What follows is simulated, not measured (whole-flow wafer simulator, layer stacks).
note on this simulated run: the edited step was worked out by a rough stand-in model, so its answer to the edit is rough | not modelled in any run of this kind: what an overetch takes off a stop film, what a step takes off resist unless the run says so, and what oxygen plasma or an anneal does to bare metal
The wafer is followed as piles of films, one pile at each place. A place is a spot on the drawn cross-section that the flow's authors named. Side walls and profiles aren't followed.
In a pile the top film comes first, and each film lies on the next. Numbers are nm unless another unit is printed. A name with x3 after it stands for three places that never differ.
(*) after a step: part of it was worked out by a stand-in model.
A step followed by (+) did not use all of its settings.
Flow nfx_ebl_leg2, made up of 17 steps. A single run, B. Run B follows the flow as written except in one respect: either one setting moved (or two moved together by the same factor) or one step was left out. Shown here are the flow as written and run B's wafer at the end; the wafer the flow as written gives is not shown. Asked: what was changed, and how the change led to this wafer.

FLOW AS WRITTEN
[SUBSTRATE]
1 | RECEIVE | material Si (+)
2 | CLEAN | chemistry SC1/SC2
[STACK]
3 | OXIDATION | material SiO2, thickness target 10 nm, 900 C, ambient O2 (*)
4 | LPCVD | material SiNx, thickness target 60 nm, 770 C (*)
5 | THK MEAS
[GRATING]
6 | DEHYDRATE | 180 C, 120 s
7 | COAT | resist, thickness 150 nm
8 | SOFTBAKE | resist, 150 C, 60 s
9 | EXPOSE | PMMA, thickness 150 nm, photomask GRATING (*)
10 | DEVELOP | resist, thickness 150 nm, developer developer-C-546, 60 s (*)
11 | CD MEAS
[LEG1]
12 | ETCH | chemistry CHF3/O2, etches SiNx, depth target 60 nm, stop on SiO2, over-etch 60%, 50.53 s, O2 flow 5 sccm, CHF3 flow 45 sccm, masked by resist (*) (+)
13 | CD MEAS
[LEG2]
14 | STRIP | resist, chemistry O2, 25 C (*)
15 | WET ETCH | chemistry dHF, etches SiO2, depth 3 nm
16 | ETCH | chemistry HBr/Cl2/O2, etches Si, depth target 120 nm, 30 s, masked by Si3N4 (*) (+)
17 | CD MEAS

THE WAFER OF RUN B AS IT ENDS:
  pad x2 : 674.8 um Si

Cause: step 16, ETCH: depth target 192 nm was run, though the flow has depth target 120 nm.

Step by step, how the change led to this:
  16 | ETCH | chemistry HBr/Cl2/O2, etches Si, depth target 120 nm, 30 s, masked by Si3N4 (*) (+)
      pad x2: -192 Si (as written it would have been: -120 Si)
